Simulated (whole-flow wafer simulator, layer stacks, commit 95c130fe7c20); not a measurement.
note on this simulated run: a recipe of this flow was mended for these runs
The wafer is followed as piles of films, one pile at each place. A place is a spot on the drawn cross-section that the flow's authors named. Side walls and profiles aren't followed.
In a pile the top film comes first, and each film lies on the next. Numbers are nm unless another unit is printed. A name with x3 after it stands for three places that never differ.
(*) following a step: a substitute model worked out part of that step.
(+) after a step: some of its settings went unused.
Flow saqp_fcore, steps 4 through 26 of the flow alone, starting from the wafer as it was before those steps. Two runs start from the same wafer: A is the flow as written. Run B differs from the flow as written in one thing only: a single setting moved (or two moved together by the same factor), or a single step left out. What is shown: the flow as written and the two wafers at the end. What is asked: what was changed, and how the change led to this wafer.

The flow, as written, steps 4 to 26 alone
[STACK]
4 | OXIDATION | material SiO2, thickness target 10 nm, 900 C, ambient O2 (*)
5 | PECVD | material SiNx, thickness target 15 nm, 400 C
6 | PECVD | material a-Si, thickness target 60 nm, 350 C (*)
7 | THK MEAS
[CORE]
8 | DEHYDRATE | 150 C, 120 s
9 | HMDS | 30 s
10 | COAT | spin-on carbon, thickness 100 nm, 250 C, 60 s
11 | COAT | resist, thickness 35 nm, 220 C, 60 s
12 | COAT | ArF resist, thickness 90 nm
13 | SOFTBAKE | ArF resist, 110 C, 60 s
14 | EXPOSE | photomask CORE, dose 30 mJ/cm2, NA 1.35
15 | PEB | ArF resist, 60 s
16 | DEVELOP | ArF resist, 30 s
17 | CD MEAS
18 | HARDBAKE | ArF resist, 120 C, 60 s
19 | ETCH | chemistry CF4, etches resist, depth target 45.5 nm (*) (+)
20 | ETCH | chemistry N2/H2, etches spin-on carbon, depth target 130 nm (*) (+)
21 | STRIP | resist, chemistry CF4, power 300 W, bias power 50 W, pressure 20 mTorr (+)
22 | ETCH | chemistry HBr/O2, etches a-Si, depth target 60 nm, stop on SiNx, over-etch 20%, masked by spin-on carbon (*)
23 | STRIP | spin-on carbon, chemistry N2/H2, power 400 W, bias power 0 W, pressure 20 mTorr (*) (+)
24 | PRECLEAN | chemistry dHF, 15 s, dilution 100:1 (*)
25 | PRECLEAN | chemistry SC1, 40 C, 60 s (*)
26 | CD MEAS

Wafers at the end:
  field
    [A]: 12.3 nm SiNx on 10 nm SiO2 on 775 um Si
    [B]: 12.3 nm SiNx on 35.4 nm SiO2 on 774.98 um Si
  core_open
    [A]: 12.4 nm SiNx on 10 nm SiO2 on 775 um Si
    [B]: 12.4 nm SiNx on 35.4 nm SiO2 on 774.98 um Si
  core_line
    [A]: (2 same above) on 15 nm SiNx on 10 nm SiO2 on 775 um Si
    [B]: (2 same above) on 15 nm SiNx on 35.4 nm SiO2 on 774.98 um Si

Cause: step 4, OXIDATION: 1035 C was run, whereas the flow has 900 C.

How this came from the change, step by step:
  4 | OXIDATION | material SiO2, thickness target 10 nm, 900 C, ambient O2 (*)
      field, core_open, core_line: A +10 SiO2 (new film), -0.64 chemical SiO2 (all of it), -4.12 Si | B +35.4 SiO2 (new film), -0.64 chemical SiO2 (all of it), -15.3 Si
